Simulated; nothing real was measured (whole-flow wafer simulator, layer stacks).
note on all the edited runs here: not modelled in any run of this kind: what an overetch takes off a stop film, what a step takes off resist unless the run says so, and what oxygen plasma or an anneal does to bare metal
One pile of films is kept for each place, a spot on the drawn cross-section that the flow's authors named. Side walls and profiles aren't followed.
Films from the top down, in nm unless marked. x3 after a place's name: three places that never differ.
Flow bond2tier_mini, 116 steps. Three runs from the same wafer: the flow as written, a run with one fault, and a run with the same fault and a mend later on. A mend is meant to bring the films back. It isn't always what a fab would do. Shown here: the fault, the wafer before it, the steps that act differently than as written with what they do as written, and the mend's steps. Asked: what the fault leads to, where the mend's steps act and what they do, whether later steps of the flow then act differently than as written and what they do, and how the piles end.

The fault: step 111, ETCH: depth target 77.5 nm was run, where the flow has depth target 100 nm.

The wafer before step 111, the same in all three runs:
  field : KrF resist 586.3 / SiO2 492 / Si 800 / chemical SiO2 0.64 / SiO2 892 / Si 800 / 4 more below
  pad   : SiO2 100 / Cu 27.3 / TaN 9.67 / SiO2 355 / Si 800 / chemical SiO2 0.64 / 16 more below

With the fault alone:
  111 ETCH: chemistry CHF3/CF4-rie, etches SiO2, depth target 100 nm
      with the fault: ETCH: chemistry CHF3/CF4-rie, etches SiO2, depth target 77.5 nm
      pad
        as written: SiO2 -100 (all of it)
        with the fault: SiO2 -77.5
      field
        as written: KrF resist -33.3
        with the fault: KrF resist -25.8
  Later steps of the flow that act differently than as written (2 more steps differ only slightly, by at most 2% or 0.5 nm, whichever is larger, and aren't shown):
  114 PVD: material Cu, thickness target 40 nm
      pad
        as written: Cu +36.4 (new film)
        with the fault: Cu +37.2 (new film)
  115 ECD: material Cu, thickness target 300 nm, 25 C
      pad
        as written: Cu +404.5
        with the fault: Cu +381
  At the end the piles differ from the flow's by more than 2% or 0.5 nm, whichever is larger, at pad.
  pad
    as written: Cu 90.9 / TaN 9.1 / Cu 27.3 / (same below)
    with the fault: Cu 68.2 / TaN 9.3 / SiO2 22.5 / Cu 27.3 / (same below)

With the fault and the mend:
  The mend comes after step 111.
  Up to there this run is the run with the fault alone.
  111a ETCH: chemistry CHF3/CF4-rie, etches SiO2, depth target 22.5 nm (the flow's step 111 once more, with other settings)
      field
        KrF resist -7.5
      pad
        SiO2 -22.5 (all of it)
  No later step of the flow acts differently than as written at any place that is followed.
  At the end the piles are the same as the flow's at every place that both follow.
